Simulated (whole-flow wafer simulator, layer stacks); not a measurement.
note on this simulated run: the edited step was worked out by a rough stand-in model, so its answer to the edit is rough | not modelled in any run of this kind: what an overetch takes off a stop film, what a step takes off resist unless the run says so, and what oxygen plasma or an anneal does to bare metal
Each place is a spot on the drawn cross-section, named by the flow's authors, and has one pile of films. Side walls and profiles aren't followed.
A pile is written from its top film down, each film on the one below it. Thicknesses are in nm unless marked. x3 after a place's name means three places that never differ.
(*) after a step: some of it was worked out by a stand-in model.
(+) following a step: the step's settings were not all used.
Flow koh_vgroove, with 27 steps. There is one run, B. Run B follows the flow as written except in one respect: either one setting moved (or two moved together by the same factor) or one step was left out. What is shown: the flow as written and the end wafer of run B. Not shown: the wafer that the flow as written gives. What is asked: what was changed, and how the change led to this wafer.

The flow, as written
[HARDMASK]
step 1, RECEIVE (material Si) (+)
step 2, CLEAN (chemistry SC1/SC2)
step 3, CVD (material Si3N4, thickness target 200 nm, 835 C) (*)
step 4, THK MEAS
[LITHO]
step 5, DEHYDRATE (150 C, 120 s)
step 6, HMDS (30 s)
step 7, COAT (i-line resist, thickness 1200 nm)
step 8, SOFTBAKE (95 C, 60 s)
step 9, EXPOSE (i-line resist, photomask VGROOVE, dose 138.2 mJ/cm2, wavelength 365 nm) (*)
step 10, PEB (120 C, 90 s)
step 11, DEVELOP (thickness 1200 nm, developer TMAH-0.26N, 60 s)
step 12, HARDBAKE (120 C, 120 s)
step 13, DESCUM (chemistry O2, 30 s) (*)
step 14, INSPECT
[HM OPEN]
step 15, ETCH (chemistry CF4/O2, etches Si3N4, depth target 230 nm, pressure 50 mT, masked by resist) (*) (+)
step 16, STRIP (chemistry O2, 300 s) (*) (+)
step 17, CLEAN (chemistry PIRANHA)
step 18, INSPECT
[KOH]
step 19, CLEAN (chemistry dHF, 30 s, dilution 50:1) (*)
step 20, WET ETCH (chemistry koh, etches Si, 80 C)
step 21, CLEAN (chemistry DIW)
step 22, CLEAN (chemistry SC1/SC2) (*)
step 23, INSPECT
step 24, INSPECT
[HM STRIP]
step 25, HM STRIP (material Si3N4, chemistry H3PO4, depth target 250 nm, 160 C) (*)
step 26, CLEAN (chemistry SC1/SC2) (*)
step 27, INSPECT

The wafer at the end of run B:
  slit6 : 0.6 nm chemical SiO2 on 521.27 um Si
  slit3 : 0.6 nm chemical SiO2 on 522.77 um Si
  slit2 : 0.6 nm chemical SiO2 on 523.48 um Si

What caused this: step 15, ETCH: depth target 205.2 nm was run, though the flow has depth target 230 nm.

Step by step, how the change led to this:
  step 15, ETCH (chemistry CF4/O2, etches Si3N4, depth target 230 nm, pressure 50 mT, masked by resist) (*) (+)
      slit3, slit2, slit6, slit20: Si3N4 loses 200 (all of it), chemical SiO2 loses 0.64 (all of it), Si loses 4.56 (as written it would have been: Si3N4 loses 200 (all of it), chemical SiO2 loses 0.64 (all of it), Si loses 29.4)
      field: i-line resist loses 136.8 (as written it would have been: i-line resist loses 153.3)
